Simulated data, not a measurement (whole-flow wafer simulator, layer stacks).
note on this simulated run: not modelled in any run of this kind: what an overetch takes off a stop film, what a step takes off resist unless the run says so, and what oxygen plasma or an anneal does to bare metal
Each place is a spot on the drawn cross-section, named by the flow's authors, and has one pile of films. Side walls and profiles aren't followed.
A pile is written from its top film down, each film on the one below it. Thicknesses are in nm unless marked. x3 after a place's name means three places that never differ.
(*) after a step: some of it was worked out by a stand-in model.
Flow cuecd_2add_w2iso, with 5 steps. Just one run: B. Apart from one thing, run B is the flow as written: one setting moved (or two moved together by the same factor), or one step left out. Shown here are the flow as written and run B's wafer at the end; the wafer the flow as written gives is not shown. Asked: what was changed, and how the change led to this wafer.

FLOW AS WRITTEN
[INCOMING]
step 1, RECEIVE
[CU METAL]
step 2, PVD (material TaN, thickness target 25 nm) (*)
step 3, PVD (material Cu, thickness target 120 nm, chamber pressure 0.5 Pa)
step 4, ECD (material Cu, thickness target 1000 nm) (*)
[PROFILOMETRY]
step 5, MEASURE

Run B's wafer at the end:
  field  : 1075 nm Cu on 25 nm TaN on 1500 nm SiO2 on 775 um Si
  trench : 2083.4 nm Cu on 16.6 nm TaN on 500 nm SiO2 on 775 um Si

What caused this: step 3, PVD: thickness target 75 nm was run, whereas the flow has thickness target 120 nm.

How this came from the change, step by step:
  step 3, PVD (material Cu, thickness target 120 nm, chamber pressure 0.5 Pa)
      field: Cu gains 75 (new film) (in the flow as written it would be: Cu gains 120 (new film))
      trench: Cu gains 50.7 (new film) (in the flow as written it would be: Cu gains 80.8 (new film))
